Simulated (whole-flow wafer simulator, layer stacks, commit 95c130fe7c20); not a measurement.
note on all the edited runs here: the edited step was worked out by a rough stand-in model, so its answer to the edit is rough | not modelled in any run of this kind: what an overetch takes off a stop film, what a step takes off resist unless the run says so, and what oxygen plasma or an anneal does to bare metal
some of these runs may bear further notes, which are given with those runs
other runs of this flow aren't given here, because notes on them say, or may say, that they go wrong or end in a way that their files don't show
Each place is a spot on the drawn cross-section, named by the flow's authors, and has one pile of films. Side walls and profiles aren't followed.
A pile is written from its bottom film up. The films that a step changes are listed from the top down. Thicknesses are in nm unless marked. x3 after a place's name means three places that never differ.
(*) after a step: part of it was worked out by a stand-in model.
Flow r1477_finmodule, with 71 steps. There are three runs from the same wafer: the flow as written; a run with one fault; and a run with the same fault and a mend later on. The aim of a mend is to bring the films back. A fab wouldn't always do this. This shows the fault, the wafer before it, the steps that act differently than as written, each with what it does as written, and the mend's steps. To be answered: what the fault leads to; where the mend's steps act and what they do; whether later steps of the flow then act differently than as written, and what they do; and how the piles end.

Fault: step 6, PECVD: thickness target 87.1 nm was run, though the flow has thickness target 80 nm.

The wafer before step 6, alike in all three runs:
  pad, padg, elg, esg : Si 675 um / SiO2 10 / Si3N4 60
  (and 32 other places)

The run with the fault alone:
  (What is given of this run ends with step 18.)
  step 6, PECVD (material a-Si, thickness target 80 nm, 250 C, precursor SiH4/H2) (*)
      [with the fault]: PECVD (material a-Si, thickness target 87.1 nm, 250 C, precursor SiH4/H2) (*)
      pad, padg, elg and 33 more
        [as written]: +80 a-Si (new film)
        [with the fault]: +87.1 a-Si (new film)
  Later steps of the flow acting differently than as written:
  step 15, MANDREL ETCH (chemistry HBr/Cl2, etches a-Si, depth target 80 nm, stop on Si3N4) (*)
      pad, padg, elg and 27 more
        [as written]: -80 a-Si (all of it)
        [with the fault]: -80 a-Si
  After step 18, at pad, padg, elg and 33 more, the piles differ from the flow's by more than 2% or 0.5 nm, whichever is larger.
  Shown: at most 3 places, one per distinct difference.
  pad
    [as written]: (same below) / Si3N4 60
    [with the fault]: (same below) / Si3N4 60 / a-Si 7.1
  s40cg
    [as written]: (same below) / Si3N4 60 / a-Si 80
    [with the fault]: (same below) / Si3N4 60 / a-Si 87.1

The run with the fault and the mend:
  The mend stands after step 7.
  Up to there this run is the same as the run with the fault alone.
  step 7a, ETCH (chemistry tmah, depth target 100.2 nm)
      pad, padg, elg and 33 more
        -87.1 a-Si (all of it)
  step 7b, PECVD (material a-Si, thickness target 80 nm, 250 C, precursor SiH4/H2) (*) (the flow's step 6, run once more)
      pad, padg, elg and 33 more
        +80 a-Si (new film)
  Every later step of the flow that is run acts as written at every place that is followed.
  The piles end the same as the flow's at every place that both follow.
